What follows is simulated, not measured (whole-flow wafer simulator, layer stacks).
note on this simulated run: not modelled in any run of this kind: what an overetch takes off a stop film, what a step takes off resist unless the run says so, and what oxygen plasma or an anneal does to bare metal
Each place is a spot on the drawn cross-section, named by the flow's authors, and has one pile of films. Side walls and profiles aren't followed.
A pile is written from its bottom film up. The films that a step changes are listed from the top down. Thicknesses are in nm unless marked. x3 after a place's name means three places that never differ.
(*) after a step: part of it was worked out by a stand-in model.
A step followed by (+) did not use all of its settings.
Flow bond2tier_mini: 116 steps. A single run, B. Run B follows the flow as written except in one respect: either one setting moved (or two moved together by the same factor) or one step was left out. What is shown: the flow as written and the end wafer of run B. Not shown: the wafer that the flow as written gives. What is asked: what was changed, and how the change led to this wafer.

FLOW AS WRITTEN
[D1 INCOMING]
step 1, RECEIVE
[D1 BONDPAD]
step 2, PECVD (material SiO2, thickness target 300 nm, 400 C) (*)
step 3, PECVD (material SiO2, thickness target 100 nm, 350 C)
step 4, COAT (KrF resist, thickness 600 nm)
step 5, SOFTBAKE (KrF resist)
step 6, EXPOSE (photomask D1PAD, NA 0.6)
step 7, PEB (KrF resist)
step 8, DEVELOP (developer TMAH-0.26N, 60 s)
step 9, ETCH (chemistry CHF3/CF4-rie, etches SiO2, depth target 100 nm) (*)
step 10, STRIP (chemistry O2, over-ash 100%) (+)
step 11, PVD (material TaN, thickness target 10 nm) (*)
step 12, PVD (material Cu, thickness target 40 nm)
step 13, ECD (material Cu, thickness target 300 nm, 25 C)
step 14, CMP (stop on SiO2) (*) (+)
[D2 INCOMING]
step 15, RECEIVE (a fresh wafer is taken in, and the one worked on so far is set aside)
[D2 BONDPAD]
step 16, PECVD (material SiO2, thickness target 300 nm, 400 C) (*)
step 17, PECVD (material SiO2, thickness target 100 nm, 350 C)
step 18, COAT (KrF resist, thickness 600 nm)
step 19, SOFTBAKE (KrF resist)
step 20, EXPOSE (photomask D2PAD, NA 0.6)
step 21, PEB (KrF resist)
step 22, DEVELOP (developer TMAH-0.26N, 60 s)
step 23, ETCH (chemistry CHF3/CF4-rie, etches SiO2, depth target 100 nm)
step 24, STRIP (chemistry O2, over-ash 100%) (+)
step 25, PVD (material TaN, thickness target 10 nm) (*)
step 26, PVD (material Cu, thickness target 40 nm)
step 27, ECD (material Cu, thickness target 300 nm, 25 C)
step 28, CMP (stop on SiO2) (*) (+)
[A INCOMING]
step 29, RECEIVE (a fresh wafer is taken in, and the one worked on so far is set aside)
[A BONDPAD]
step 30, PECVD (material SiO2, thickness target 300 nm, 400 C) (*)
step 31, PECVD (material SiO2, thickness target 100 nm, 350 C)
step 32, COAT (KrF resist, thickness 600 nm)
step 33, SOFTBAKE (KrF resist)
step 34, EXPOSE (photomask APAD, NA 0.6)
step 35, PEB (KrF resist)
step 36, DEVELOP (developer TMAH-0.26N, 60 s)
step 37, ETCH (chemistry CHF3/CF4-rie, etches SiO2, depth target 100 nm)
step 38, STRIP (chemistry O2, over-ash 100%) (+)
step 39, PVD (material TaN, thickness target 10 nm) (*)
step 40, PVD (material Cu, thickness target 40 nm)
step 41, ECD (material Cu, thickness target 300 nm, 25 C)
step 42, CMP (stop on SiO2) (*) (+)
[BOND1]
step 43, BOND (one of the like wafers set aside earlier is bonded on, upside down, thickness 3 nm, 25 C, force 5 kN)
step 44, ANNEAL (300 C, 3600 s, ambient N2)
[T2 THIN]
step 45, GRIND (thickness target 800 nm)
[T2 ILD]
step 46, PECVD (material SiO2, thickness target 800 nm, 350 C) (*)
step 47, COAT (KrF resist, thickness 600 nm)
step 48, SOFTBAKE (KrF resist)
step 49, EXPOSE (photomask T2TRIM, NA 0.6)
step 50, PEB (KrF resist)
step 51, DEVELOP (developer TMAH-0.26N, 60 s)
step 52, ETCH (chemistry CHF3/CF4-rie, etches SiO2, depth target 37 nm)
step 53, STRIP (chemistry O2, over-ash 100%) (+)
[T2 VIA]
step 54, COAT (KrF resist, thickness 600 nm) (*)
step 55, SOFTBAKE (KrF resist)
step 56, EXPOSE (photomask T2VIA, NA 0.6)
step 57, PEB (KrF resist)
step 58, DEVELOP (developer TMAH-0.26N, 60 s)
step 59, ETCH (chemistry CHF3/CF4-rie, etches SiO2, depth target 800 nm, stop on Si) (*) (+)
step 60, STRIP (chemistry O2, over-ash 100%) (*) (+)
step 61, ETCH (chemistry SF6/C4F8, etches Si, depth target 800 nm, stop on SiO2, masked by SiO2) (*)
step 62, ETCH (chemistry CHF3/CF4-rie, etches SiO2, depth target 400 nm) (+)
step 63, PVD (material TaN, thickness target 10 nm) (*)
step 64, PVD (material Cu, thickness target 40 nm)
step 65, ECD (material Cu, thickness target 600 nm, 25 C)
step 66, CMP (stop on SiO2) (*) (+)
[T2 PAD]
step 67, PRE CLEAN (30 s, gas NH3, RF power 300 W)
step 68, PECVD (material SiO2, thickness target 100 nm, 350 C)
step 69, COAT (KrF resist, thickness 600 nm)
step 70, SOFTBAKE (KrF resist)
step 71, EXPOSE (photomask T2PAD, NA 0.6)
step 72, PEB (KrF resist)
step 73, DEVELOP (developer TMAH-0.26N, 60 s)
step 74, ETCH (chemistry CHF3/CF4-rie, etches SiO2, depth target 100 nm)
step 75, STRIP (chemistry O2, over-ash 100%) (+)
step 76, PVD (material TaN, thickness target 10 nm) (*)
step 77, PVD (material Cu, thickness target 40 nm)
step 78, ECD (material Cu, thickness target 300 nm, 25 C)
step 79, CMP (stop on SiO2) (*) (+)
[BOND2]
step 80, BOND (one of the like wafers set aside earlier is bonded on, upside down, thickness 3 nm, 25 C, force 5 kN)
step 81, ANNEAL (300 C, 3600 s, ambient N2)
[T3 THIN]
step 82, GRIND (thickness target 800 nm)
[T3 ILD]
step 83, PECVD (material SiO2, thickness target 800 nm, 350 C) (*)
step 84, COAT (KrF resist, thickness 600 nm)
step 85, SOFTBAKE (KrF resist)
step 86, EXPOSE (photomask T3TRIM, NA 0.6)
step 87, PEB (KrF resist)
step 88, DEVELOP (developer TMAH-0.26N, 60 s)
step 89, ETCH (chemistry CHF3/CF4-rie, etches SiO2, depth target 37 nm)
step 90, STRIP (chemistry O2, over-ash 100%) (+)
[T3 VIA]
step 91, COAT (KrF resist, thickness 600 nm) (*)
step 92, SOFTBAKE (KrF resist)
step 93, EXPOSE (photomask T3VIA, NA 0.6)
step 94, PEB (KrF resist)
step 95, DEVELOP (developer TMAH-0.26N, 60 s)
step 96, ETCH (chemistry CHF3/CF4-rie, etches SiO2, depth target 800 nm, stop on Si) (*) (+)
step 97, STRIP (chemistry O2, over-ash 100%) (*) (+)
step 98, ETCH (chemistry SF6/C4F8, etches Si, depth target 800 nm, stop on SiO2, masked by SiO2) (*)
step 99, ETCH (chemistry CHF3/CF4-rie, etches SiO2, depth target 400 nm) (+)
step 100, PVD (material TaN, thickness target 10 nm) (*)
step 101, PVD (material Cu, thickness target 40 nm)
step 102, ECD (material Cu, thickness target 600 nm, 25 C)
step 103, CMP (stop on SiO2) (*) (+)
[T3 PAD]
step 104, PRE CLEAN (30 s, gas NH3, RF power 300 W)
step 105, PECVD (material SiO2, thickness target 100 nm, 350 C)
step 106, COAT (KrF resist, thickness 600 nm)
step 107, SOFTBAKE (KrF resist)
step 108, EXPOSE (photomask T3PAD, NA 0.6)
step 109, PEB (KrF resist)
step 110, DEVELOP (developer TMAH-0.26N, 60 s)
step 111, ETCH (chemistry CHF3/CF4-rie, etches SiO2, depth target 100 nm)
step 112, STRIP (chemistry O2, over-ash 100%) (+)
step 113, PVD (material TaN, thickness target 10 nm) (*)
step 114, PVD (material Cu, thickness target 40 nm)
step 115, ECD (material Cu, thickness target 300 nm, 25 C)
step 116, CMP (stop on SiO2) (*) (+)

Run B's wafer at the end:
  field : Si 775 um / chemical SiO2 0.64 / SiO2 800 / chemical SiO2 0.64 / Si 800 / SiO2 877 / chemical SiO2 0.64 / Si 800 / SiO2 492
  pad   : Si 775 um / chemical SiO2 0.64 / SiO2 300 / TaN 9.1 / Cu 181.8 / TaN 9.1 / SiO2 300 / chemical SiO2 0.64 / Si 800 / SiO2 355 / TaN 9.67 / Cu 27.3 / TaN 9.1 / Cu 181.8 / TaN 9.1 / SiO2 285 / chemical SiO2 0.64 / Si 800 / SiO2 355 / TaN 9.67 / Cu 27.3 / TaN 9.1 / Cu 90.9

What caused this: step 17, PECVD: thickness target 85 nm was run, while the flow as written has thickness target 100 nm.

The path from the change to this, step by step:
  step 17, PECVD (material SiO2, thickness target 100 nm, 350 C)
      field, pad, via: SiO2 gains 85 (as written it would have been: SiO2 gains 100)
  step 80, BOND (one of the like wafers set aside earlier is bonded on, upside down, thickness 3 nm, 25 C, force 5 kN)
      field: Si gains 775 um (new film), chemical SiO2 gains 0.64 (new film), SiO2 gains 385 (as written it would have been: Si gains 775 um (new film), chemical SiO2 gains 0.64 (new film), SiO2 gains 400)
      pad: Si gains 775 um (new film), chemical SiO2 gains 0.64 (new film), SiO2 gains 285 (new film), TaN gains 9.1 (new film), Cu gains 90.9 (as written it would have been: Si gains 775 um (new film), chemical SiO2 gains 0.64 (new film), SiO2 gains 300 (new film), TaN gains 9.1 (new film), Cu gains 90.9)
